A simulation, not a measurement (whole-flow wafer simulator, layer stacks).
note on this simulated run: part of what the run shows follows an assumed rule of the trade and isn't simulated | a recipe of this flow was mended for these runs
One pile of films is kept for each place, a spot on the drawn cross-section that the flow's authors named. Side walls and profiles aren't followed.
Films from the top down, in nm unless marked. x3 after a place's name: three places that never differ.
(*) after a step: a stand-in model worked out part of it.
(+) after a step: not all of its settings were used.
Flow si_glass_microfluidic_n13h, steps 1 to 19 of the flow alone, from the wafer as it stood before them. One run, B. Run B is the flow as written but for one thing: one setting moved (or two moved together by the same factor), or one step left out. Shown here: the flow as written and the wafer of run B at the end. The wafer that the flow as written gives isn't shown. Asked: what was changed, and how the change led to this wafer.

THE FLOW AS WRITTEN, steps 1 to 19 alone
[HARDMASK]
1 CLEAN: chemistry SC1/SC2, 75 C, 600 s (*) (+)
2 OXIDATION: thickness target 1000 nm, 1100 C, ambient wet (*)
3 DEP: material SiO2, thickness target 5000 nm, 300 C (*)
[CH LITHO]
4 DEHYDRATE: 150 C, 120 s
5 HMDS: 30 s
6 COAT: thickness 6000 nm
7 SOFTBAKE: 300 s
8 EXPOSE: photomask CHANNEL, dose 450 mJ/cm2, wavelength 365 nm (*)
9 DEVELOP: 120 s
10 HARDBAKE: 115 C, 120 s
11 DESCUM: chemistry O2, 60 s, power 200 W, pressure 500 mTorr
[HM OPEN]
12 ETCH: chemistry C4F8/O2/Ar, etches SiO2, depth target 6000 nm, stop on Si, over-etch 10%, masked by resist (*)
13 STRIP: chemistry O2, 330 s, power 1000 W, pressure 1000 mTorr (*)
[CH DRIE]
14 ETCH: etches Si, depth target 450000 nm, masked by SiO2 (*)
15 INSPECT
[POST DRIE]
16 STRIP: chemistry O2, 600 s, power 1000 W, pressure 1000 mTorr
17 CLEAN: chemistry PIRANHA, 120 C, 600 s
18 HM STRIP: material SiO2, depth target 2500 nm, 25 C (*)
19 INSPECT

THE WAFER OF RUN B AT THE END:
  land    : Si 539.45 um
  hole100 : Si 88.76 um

The cause: step 2, OXIDATION: thickness target 1240 nm was run, where the flow has thickness target 1000 nm.

How the change led to this, step by step:
  2 OXIDATION: thickness target 1000 nm, 1100 C, ambient wet (*)
      land, hole100: SiO2 +1240 (new film), chemical SiO2 -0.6 (all of it), Si -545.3 (as written it would be: SiO2 +1000 (new film), chemical SiO2 -0.6 (all of it), Si -439.7)
  12 ETCH: chemistry C4F8/O2/Ar, etches SiO2, depth target 6000 nm, stop on Si, over-etch 10%, masked by resist (*)
      hole100: SiO2 -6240 (all of it), Si -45 (as written it would be: SiO2 -6000 (all of it), Si -75)
  18 HM STRIP: material SiO2, depth target 2500 nm, 25 C (*)
      land: SiO2 -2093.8 (all of it) (as written it would be: SiO2 -1854.4 (all of it))
